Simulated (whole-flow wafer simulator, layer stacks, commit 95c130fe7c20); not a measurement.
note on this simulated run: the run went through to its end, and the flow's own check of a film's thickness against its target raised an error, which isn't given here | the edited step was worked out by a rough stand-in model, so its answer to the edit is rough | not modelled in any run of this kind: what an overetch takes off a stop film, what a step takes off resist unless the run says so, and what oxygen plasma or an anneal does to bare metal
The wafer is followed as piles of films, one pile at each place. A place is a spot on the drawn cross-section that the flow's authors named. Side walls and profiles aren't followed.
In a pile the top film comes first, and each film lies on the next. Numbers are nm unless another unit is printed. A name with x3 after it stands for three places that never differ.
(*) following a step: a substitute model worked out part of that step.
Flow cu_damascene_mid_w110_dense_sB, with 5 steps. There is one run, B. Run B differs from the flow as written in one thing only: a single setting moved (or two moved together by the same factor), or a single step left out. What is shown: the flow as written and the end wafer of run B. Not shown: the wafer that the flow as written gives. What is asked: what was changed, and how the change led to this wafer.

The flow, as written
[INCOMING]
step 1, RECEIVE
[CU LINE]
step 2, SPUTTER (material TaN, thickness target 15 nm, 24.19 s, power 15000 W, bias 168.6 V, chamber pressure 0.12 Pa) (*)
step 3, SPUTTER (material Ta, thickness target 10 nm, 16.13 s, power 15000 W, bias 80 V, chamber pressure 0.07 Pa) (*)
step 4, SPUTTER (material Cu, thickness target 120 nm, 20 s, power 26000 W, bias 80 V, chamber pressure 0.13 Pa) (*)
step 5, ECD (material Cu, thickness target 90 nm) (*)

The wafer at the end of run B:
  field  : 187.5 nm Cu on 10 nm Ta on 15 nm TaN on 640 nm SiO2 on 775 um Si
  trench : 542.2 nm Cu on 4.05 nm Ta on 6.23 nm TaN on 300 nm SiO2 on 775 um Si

The reason: step 5, ECD: thickness target 67.5 nm was run, while the flow as written has thickness target 90 nm.

Step by step, how the change led to this:
  step 5, ECD (material Cu, thickness target 90 nm) (*)
      field: Cu gains 67.5 (in the flow as written it would be: Cu gains 90)
      trench: Cu gains 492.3 (in the flow as written it would be: Cu gains 514.8)
